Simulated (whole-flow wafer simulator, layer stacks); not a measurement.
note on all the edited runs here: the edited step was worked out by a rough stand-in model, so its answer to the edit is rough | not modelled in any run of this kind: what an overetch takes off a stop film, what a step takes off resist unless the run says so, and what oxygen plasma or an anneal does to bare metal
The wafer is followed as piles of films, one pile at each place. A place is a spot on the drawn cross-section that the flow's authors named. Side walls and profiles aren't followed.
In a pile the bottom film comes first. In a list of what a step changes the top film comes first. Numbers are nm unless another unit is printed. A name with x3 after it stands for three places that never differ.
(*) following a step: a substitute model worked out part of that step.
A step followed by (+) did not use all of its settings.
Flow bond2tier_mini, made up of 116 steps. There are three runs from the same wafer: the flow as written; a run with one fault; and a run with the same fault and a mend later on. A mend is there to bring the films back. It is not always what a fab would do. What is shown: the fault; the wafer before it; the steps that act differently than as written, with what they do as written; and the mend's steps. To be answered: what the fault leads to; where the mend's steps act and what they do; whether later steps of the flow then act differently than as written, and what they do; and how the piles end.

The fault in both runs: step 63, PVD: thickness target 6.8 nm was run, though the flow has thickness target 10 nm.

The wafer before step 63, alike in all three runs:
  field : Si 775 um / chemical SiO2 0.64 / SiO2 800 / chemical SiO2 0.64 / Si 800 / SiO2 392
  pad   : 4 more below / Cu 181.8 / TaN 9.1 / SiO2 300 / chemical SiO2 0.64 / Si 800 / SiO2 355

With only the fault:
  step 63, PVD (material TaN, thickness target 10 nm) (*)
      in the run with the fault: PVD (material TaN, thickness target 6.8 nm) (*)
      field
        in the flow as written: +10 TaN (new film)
        in the run with the fault: +6.8 TaN (new film)
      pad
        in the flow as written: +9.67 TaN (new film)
        in the run with the fault: +6.57 TaN (new film)
  Steps further on in the flow that do not act as written (1 other step is not shown; it differs only slightly, by no more than 2% or 0.5 nm, whichever is larger):
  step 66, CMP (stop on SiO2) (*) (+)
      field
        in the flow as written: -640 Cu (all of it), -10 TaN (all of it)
        in the run with the fault: -640 Cu (all of it), -6.8 TaN (all of it)
  By the end, the piles at pad depart from the flow's by more than 2% or 0.5 nm, whichever is larger.
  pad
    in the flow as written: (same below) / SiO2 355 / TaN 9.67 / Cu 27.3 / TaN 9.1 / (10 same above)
    in the run with the fault: (same below) / SiO2 355 / TaN 6.57 / Cu 30.4 / TaN 9.1 / (10 same above)

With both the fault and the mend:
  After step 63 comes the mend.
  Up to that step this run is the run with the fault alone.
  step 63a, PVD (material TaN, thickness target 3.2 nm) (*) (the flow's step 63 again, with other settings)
      field
        +3.2 TaN
      pad
        +3.09 TaN
  None of the later steps of the flow acts differently than as written at any place that is followed.
  When the end is reached, the piles differ only a little from the flow's at the places that both follow, at most by 2% or 0.5 nm, whichever is larger.
